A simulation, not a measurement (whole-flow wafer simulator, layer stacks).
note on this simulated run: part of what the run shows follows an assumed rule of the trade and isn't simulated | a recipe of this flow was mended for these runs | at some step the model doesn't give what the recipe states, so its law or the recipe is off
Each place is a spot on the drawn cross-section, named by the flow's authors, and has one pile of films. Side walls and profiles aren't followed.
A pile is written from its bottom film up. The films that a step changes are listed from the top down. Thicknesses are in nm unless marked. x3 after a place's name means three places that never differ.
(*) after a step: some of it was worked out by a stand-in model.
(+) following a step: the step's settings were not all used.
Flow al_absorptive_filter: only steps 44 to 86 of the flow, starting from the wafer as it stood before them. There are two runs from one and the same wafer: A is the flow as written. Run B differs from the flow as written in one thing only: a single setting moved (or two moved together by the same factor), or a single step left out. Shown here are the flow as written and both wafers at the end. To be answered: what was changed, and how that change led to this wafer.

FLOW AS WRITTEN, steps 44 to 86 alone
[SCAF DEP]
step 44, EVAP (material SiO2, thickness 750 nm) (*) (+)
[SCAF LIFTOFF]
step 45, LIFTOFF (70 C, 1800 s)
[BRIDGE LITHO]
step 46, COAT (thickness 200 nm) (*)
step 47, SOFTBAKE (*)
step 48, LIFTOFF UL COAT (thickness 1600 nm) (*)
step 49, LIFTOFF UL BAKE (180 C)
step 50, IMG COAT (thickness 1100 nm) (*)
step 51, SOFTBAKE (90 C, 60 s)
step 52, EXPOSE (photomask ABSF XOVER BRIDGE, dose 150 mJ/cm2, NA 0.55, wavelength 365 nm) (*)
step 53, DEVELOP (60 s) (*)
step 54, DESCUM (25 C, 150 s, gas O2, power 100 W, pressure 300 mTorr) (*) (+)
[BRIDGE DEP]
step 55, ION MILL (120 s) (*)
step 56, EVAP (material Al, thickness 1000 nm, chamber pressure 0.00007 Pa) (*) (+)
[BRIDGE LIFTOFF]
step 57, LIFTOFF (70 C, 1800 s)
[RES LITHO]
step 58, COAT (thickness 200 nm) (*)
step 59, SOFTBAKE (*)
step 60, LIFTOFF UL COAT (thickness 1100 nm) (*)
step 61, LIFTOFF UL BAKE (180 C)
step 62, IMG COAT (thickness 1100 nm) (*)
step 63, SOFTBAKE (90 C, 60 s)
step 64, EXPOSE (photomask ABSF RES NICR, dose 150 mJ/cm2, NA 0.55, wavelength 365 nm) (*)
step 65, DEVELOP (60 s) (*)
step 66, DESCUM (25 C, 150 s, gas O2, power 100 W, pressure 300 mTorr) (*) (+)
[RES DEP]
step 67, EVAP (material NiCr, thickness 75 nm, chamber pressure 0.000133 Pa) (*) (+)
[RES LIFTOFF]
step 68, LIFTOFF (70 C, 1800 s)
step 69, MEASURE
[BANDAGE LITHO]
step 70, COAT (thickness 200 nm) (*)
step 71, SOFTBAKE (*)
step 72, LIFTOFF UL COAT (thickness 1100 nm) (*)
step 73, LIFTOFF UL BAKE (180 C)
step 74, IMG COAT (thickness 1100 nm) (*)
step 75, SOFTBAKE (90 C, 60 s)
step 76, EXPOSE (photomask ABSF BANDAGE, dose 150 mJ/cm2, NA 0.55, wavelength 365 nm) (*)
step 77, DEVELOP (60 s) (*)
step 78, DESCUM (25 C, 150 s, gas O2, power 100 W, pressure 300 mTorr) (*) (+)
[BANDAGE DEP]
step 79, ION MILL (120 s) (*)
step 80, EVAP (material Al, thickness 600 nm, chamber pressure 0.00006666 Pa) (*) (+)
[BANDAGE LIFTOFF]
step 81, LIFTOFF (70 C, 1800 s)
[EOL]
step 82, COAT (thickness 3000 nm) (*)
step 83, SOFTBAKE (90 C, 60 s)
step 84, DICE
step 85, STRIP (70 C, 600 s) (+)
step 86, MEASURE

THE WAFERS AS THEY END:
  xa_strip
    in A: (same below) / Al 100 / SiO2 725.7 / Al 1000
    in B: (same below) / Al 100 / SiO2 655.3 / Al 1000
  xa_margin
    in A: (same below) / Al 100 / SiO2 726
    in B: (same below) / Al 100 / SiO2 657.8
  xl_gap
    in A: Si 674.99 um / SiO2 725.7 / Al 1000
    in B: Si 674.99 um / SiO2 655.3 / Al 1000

Cause: step 44, EVAP: thickness 679.6 nm was run, whereas the flow has thickness 750 nm.

The path from the change to this, step by step:
  step 44, EVAP (material SiO2, thickness 750 nm) (*) (+)
      gnd, pad_far, pad_near and 10 more: A +750 SiO2 (new film) | B +679.6 SiO2 (new film)
      xa_margin: A +726 SiO2 (new film) | B +657.8 SiO2 (new film)
  step 45, LIFTOFF (70 C, 1800 s)
      gnd, xa_field, xl_land, idc_field: A -750 SiO2 (all of it), -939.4 i-line-resist (all of it), -1100 lift-off-underlayer (all of it), -200 acrylic-e-beam-resist (all of it) | B -679.6 SiO2 (all of it), -939.4 i-line-resist (all of it), -1100 lift-off-underlayer (all of it), -200 acrylic-e-beam-resist (all of it)
      pad_far: A -750 SiO2 (all of it), -937 i-line-resist (all of it), -1092.7 lift-off-underlayer (all of it), -198.5 acrylic-e-beam-resist (all of it) | B -679.6 SiO2 (all of it), -937 i-line-resist (all of it), -1092.7 lift-off-underlayer (all of it), -198.5 acrylic-e-beam-resist (all of it)
      (also at 5 further places)
  step 46, COAT (thickness 200 nm) (*)
      xa_margin: A +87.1 acrylic-e-beam-resist (new film) | B +89.4 acrylic-e-beam-resist (new film)
      xa_strip: A +156.7 acrylic-e-beam-resist (new film) | B +162.4 acrylic-e-beam-resist (new film)
      (also at 2 further places)
  step 48, LIFTOFF UL COAT (thickness 1600 nm) (*)
      xa_margin: A +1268 lift-off-underlayer (new film) | B +1303.1 lift-off-underlayer (new film)
      xa_strip: A +1219 lift-off-underlayer (new film) | B +1248.2 lift-off-underlayer (new film)
      (also at 2 further places)
  step 53, DEVELOP (60 s) (*)
      xa_strip: A -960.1 i-line-resist (all of it), -1219 lift-off-underlayer (all of it) | B -975.9 i-line-resist (all of it), -1248.2 lift-off-underlayer (all of it)
      xl_gap: A -1001.2 i-line-resist (all of it), -1316.9 lift-off-underlayer (all of it) | B -1013.2 i-line-resist (all of it), -1351.6 lift-off-underlayer (all of it)
      (also at 1 further place)
  step 54, DESCUM (25 C, 150 s, gas O2, power 100 W, pressure 300 mTorr) (*) (+)
      xa_strip: A -156.7 acrylic-e-beam-resist (all of it) | B -162.4 acrylic-e-beam-resist (all of it)
      xl_gap: A -97.9 acrylic-e-beam-resist (all of it) | B -103.5 acrylic-e-beam-resist (all of it)
      (also at 1 further place)
  step 57, LIFTOFF (70 C, 1800 s)
      xa_margin: A -1000 Al (all of it), -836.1 i-line-resist (all of it), -1268 lift-off-underlayer (all of it), -87.1 acrylic-e-beam-resist (all of it) | B -1000 Al (all of it), -849.2 i-line-resist (all of it), -1303.1 lift-off-underlayer (all of it), -89.4 acrylic-e-beam-resist (all of it)
  step 58, COAT (thickness 200 nm) (*)
      xa_margin: A +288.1 acrylic-e-beam-resist (new film) | B +299.5 acrylic-e-beam-resist (new film)
      xa_strip: A +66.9 acrylic-e-beam-resist (new film) | B +70.2 acrylic-e-beam-resist (new film)
      (also at 2 further places)
  step 60, LIFTOFF UL COAT (thickness 1100 nm) (*)
      xa_strip: A +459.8 lift-off-underlayer (new film) | B +474.4 lift-off-underlayer (new film)
      xl_gap: A +831.4 lift-off-underlayer (new film) | B +862.1 lift-off-underlayer (new film)
      (also at 1 further place)
  step 62, IMG COAT (thickness 1100 nm) (*)
      xa_margin: A +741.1 i-line-resist (new film) | B +760.5 i-line-resist (new film)
      xa_strip: A +577.9 i-line-resist (new film) | B +603.8 i-line-resist (new film)
      (also at 1 further place)
  step 68, LIFTOFF (70 C, 1800 s)
      xa_margin: A -75 NiCr (all of it), -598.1 i-line-resist (all of it), -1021 lift-off-underlayer (all of it), -288.1 acrylic-e-beam-resist (all of it) | B -75 NiCr (all of it), -617.6 i-line-resist (all of it), -1035.3 lift-off-underlayer (all of it), -299.5 acrylic-e-beam-resist (all of it)
      xa_strip: A -75 NiCr (all of it), -433.3 i-line-resist (all of it), -459.8 lift-off-underlayer (all of it), -66.9 acrylic-e-beam-resist (all of it) | B -75 NiCr (all of it), -459.2 i-line-resist (all of it), -474.4 lift-off-underlayer (all of it), -70.2 acrylic-e-beam-resist (all of it)
      (also at 2 further places)
  step 70, COAT (thickness 200 nm) (*)
      xa_margin: A +288.1 acrylic-e-beam-resist (new film) | B +299.5 acrylic-e-beam-resist (new film)
      xa_strip: A +66.9 acrylic-e-beam-resist (new film) | B +70.2 acrylic-e-beam-resist (new film)
      (also at 2 further places)
  step 72, LIFTOFF UL COAT (thickness 1100 nm) (*)
      xa_strip: A +459.8 lift-off-underlayer (new film) | B +474.4 lift-off-underlayer (new film)
      xl_gap: A +837.4 lift-off-underlayer (new film) | B +867.1 lift-off-underlayer (new film)
      (also at 1 further place)
  step 74, IMG COAT (thickness 1100 nm) (*)
      xa_margin: A +741.1 i-line-resist (new film) | B +760.5 i-line-resist (new film)
      xa_strip: A +577.9 i-line-resist (new film) | B +603.8 i-line-resist (new film)
      (also at 1 further place)
  step 81, LIFTOFF (70 C, 1800 s)
      xa_margin: A -600 Al (all of it), -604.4 i-line-resist (all of it), -1021 lift-off-underlayer (all of it), -288.1 acrylic-e-beam-resist (all of it) | B -600 Al (all of it), -623.9 i-line-resist (all of it), -1035.3 lift-off-underlayer (all of it), -299.5 acrylic-e-beam-resist (all of it)
      xa_strip: A -600 Al (all of it), -439.6 i-line-resist (all of it), -459.8 lift-off-underlayer (all of it), -66.9 acrylic-e-beam-resist (all of it) | B -600 Al (all of it), -465.5 i-line-resist (all of it), -474.4 lift-off-underlayer (all of it), -70.2 acrylic-e-beam-resist (all of it)
      (also at 2 further places)
  step 82, COAT (thickness 3000 nm) (*)
      xa_strip: A +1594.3 i-line-resist (new film) | B +1645.9 i-line-resist (new film)
      xl_gap: A +2468.8 i-line-resist (new film) | B +2524.9 i-line-resist (new film)
      (also at 1 further place)
  ... and 1 more step ...
  step 85, STRIP (70 C, 600 s) (+)
      xa_margin: A -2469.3 i-line-resist (all of it) | B -2524.9 i-line-resist (all of it)
      xa_strip: A -1477 i-line-resist (all of it) | B -1534.1 i-line-resist (all of it)
      (also at 2 further places)
